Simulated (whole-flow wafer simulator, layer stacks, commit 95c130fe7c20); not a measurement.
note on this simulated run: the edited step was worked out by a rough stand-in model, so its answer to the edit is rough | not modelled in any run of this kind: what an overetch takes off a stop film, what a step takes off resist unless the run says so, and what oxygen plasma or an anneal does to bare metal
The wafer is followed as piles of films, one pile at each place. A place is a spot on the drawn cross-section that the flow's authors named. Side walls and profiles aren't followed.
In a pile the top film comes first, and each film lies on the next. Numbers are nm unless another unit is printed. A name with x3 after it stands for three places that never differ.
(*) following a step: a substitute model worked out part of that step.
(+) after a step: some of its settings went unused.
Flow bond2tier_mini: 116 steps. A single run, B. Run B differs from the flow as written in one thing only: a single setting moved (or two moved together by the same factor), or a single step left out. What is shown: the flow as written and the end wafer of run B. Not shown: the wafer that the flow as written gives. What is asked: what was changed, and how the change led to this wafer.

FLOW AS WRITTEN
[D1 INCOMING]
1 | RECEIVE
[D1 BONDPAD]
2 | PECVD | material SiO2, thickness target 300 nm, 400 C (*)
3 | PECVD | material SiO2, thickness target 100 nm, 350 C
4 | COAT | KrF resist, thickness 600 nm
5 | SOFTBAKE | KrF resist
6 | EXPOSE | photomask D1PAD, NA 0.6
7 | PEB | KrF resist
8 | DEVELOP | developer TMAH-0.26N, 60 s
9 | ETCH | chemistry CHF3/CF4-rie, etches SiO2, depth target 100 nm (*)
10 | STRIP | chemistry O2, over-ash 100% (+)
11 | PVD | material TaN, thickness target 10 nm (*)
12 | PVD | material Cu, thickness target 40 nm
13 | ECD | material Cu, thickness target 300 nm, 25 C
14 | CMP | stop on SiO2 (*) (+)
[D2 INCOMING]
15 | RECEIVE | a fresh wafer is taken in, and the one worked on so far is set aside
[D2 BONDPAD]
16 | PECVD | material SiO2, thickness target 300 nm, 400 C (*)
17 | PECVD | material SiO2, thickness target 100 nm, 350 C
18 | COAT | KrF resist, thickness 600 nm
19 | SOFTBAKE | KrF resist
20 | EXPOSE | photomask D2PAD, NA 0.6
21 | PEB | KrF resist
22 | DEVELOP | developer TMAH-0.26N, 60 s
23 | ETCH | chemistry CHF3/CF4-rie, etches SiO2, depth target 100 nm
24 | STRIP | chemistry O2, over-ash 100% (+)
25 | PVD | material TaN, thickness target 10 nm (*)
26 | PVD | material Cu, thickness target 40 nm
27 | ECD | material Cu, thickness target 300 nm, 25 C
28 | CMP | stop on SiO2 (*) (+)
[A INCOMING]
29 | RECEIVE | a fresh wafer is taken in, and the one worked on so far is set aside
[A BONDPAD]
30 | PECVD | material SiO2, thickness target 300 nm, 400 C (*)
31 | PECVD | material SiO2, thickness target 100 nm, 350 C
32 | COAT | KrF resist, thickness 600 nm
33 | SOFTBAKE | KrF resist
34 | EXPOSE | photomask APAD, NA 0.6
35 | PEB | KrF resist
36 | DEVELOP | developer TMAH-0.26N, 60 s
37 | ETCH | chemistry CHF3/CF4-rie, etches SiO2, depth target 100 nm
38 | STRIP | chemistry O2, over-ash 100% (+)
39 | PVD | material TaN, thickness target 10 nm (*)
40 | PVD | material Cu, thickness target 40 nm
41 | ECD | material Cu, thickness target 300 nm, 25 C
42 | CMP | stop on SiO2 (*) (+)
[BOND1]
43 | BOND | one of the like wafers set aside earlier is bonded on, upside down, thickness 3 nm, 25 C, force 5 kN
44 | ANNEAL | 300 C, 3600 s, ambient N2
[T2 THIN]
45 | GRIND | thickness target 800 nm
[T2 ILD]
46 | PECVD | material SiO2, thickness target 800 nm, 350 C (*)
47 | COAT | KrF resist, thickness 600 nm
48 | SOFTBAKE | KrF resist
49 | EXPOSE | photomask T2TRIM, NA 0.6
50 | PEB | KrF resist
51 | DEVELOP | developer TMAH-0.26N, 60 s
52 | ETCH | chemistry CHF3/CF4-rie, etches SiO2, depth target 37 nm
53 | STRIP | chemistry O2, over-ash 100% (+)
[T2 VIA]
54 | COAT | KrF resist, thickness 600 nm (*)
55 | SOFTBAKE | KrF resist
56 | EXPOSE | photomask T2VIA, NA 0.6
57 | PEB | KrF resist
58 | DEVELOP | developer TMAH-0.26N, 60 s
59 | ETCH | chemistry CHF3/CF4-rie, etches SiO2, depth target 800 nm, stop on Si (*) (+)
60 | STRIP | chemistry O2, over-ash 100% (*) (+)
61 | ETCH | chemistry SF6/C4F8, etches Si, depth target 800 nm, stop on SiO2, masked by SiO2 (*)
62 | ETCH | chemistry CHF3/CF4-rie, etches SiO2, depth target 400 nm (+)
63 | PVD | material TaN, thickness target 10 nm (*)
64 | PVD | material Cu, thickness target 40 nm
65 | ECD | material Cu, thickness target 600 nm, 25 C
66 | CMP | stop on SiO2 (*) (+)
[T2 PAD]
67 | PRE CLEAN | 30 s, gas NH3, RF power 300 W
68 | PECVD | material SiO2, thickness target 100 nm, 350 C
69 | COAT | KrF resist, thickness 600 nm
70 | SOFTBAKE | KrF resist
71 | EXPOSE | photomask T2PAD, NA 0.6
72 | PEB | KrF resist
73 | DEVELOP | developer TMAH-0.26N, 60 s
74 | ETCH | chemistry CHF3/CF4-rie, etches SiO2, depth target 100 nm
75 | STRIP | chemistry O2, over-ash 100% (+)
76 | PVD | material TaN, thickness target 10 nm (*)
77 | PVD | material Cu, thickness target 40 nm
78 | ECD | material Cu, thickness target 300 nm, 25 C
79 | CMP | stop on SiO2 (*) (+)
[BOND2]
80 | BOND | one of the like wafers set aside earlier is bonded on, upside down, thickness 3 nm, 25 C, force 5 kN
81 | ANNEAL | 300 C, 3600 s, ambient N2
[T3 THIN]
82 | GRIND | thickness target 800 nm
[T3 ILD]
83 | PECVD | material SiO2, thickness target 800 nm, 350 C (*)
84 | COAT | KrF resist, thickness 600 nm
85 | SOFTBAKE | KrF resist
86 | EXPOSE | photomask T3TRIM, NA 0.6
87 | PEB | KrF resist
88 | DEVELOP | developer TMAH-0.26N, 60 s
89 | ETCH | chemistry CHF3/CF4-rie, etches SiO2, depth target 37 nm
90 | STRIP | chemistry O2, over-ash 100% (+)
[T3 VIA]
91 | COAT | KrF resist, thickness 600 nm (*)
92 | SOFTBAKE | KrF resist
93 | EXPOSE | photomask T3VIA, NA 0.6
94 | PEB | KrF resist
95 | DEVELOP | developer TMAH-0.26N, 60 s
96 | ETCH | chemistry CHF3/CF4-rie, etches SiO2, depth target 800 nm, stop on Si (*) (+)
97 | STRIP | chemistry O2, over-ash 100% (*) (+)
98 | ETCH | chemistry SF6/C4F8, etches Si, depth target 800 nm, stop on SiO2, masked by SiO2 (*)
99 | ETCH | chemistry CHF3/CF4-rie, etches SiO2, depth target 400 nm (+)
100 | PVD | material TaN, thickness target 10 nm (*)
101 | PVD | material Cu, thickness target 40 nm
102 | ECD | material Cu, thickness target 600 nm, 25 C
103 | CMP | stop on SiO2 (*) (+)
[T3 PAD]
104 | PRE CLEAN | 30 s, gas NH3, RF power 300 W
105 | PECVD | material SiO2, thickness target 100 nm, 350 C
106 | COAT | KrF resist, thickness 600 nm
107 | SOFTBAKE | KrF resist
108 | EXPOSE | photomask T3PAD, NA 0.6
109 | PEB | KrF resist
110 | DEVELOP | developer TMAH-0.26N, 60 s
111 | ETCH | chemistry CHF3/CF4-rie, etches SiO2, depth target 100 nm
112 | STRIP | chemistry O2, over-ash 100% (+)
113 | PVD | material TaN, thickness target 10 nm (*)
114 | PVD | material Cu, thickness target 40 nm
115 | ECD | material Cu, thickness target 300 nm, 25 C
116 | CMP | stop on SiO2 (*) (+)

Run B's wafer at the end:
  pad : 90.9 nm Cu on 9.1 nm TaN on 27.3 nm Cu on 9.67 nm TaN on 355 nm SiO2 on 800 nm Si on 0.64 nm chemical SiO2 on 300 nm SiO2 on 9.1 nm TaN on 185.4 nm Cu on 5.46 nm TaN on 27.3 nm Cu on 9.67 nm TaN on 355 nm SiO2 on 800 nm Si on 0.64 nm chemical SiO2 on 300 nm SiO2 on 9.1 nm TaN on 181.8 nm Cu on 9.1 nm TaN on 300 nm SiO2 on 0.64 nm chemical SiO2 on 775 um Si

What caused this: step 76, PVD: thickness target 6 nm was run, while the flow as written has thickness target 10 nm.

The path from the change to this, step by step:
  76 | PVD | material TaN, thickness target 10 nm (*)
      field: +6 TaN (new film) (as written it would have been: +10 TaN (new film))
      pad: +5.46 TaN (new film) (as written it would have been: +9.1 TaN (new film))
  79 | CMP | stop on SiO2 (*) (+)
      field: -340 Cu (all of it), -6 TaN (all of it) (as written it would have been: -340 Cu (all of it), -10 TaN (all of it))
